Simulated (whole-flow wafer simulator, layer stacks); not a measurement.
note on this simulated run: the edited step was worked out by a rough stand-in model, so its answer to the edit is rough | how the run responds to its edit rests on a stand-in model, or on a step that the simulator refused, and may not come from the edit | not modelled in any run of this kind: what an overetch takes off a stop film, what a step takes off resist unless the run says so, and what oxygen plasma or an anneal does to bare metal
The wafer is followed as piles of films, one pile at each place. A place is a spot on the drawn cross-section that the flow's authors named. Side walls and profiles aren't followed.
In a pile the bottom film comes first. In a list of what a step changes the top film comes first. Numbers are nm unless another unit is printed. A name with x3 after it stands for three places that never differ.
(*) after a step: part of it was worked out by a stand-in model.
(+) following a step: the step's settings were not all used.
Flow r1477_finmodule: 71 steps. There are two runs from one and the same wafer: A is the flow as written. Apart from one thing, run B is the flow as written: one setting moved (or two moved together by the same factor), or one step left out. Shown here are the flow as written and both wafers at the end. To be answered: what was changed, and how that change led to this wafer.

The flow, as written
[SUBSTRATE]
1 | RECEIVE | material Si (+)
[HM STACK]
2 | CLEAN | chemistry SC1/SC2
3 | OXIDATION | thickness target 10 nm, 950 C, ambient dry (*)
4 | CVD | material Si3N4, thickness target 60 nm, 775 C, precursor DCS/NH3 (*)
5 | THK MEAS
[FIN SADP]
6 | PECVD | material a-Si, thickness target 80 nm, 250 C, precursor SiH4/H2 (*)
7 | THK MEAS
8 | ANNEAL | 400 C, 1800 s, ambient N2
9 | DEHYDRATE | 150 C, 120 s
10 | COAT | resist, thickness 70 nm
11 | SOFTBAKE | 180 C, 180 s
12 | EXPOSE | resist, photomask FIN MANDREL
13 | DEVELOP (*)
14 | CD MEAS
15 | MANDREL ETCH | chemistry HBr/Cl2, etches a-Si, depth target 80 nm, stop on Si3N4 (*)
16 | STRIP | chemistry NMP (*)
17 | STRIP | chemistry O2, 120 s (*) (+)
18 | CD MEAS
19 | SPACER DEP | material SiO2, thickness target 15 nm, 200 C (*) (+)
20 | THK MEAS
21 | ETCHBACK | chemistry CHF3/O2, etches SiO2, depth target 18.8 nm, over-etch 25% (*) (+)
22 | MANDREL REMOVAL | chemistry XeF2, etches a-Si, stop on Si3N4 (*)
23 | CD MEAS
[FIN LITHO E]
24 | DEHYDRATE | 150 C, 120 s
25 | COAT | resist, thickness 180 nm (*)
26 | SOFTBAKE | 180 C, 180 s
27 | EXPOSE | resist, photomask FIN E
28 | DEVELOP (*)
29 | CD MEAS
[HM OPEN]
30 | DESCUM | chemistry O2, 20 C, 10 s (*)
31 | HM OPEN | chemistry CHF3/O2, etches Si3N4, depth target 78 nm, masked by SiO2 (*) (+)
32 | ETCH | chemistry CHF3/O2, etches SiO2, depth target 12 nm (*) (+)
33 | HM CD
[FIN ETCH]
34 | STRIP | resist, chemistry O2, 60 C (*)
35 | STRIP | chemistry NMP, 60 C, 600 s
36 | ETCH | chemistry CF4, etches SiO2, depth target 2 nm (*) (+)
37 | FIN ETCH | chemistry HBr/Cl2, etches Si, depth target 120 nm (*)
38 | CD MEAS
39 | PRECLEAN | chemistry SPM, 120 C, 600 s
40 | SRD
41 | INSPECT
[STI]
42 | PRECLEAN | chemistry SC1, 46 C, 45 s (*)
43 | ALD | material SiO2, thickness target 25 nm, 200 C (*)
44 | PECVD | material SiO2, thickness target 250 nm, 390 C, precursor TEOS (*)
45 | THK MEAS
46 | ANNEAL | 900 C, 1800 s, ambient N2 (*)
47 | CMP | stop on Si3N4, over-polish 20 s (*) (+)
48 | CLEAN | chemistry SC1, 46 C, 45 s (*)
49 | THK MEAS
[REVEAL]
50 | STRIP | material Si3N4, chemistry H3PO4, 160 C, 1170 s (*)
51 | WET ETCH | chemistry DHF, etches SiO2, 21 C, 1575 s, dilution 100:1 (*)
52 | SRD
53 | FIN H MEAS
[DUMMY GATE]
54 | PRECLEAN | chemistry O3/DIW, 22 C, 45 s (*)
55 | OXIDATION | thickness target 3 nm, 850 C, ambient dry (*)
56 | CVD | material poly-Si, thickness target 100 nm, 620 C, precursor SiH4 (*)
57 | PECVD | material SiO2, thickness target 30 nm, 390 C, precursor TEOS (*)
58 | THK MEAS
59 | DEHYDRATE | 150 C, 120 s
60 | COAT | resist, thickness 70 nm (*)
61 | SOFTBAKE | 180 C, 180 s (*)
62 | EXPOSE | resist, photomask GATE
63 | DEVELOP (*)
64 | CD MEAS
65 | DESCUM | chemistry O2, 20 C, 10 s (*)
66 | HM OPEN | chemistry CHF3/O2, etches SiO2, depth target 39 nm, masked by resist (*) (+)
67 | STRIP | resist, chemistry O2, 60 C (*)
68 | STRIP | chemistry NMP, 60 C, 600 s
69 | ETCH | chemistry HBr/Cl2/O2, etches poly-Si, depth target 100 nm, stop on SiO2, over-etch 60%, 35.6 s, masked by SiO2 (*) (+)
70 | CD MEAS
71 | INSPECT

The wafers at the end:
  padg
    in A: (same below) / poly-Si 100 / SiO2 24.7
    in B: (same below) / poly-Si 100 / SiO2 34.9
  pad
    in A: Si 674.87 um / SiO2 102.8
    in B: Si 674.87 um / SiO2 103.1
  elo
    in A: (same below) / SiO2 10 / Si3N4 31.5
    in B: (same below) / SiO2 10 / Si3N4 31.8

Cause: step 57, PECVD: thickness target 40.2 nm was run, while the flow as written has thickness target 30 nm.

The path from the change to this, step by step:
  57 | PECVD | material SiO2, thickness target 30 nm, 390 C, precursor TEOS (*)
      pad, padg, elg and 33 more: A SiO2 gains 30 (new film) | B SiO2 gains 40.2 (new film)
  66 | HM OPEN | chemistry CHF3/O2, etches SiO2, depth target 39 nm, masked by resist (*) (+)
      pad, elo, eso and 15 more: A SiO2 loses 30 (all of it), poly-Si loses 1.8 | B SiO2 loses 39
  67 | STRIP | resist, chemistry O2, 60 C (*)
      pad, elo, eso and 15 more: A chemical SiO2 gains 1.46 (new film), poly-Si loses 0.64 | B nothing
  69 | ETCH | chemistry HBr/Cl2/O2, etches poly-Si, depth target 100 nm, stop on SiO2, over-etch 60%, 35.6 s, masked by SiO2 (*) (+)
      pad, eso, e40so and 8 more: A chemical SiO2 loses 1.46 (all of it), poly-Si loses 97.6 (all of it), SiO2 loses 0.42 | B SiO2 loses 1.2 (all of it), poly-Si loses 100 (all of it), SiO2 loses 0.18
      elo, e40lo, e100lo, e200lo: A chemical SiO2 loses 1.46 (all of it), poly-Si loses 97.6 (all of it), Si3N4 loses 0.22 | B SiO2 loses 1.2 (all of it), poly-Si loses 100 (all of it)
      (also at 3 further places)
